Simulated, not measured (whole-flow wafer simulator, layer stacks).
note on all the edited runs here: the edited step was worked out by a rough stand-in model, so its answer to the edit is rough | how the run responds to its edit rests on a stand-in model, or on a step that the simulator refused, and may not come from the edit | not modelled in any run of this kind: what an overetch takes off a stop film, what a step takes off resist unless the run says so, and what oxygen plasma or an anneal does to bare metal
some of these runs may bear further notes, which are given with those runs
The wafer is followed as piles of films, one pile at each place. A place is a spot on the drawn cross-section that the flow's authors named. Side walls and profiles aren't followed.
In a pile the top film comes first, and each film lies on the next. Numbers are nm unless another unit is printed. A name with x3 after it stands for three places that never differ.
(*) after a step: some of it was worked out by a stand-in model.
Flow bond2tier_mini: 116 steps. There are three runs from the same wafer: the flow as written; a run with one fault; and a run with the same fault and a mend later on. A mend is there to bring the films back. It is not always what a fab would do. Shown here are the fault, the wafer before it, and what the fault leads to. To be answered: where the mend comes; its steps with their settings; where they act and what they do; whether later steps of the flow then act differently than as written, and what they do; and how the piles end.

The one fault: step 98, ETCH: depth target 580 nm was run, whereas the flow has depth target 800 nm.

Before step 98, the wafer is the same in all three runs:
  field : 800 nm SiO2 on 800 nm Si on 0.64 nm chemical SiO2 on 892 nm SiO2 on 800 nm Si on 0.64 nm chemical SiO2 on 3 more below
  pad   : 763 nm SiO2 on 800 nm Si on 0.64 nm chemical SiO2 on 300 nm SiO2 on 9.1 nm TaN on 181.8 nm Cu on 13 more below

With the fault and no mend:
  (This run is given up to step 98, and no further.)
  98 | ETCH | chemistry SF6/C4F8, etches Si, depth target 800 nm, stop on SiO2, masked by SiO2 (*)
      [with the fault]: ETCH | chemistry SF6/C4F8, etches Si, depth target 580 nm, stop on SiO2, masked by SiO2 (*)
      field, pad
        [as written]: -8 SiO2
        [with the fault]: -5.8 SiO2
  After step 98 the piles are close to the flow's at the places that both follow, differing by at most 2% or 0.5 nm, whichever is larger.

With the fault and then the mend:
  The mend follows step 98.
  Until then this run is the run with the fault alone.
  98a | ETCH | chemistry SF6/C4F8, etches Si, depth target 220 nm, stop on SiO2, masked by SiO2 (*) (the flow's step 98, run once more with other settings)
      field, pad
        -2.2 SiO2
  Later steps of the flow that are run all act as written at every place that is followed.
  By the end, the piles equal the flow's at every place that both follow.
